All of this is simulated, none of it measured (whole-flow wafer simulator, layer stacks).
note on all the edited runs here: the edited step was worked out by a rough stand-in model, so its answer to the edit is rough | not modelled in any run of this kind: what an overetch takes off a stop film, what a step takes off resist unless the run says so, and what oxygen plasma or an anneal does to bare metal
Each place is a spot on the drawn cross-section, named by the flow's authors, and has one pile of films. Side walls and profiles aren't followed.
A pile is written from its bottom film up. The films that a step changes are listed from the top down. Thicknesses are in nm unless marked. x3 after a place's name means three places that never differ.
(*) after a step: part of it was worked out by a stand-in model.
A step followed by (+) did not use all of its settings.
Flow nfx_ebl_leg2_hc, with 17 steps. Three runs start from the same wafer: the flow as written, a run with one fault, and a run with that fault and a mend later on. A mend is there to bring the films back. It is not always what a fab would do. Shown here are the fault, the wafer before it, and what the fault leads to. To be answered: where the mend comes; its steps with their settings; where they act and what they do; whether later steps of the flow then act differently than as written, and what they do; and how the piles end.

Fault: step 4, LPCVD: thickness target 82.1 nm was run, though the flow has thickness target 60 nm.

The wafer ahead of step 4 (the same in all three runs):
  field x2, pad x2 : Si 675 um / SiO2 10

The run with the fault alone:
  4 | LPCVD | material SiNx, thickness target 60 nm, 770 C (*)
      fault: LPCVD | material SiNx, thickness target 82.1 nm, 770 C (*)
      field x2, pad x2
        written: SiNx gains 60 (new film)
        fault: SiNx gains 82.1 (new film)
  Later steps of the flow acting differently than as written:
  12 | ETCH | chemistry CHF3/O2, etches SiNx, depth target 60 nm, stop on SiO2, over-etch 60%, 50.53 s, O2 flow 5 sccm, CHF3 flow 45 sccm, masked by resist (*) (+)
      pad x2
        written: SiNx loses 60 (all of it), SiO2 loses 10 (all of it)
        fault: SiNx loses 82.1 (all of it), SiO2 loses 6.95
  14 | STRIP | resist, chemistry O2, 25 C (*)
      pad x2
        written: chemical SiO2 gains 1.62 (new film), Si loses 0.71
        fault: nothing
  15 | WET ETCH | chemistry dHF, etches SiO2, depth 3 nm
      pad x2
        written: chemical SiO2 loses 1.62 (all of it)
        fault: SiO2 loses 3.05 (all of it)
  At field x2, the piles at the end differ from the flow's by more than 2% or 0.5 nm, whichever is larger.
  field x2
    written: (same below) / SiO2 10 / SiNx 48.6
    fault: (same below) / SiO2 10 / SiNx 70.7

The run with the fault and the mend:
  The mend follows step 5.
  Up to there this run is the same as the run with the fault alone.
  5a | ETCH | chemistry h3po4, depth target 94.41 nm
      field x2, pad x2
        SiNx loses 82.1 (all of it)
  5b | CLEAN | chemistry SC1/SC2 (the flow's step 2, run once more)
      leaves every film unchanged at each place that is followed
  5c | LPCVD | material SiNx, thickness target 60 nm, 770 C (*) (the flow's step 4, run once more)
      field x2, pad x2
        SiNx gains 60 (new film)
  Every later step of the flow that is run acts as written at every place that is followed.
  The piles end the same as the flow's at every place that both follow.
